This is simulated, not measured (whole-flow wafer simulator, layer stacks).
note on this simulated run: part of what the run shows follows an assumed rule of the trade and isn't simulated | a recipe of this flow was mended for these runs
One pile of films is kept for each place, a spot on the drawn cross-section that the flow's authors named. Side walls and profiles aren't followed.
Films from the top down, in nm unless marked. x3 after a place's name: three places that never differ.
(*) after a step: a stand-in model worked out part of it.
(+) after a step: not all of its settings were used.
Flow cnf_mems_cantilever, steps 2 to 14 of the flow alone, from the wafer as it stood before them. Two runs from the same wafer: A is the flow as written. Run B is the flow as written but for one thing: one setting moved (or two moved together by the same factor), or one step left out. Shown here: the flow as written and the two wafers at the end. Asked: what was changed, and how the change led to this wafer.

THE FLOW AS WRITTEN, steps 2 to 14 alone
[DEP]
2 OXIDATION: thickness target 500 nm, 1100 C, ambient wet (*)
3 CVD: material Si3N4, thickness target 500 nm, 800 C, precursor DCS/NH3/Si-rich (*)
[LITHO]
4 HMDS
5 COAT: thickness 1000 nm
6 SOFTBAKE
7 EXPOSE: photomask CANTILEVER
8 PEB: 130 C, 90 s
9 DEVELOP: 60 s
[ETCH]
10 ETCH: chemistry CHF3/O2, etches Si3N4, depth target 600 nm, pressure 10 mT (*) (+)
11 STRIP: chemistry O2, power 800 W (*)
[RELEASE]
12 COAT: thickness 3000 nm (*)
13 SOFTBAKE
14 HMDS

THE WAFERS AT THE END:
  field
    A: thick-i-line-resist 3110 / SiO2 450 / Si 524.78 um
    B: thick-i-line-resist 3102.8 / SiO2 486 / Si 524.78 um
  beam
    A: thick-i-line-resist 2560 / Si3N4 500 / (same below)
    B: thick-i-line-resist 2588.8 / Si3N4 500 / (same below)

The cause: step 10, ETCH: depth target 528 nm was run, where the flow has depth target 600 nm.

How the change led to this, step by step:
  10 ETCH: chemistry CHF3/O2, etches Si3N4, depth target 600 nm, pressure 10 mT (*) (+)
      field: A Si3N4 -500 (all of it), SiO2 -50 | B Si3N4 -500 (all of it), SiO2 -14
      beam: A KrF-resist -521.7 | B KrF-resist -459.1
  11 STRIP: chemistry O2, power 800 W (*)
      beam: A KrF-resist -460.9 (all of it) | B KrF-resist -523.5 (all of it)
  13 SOFTBAKE
      field: A thick-i-line-resist +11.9 | B thick-i-line-resist +11
      beam: A thick-i-line-resist -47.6 | B thick-i-line-resist -43.9
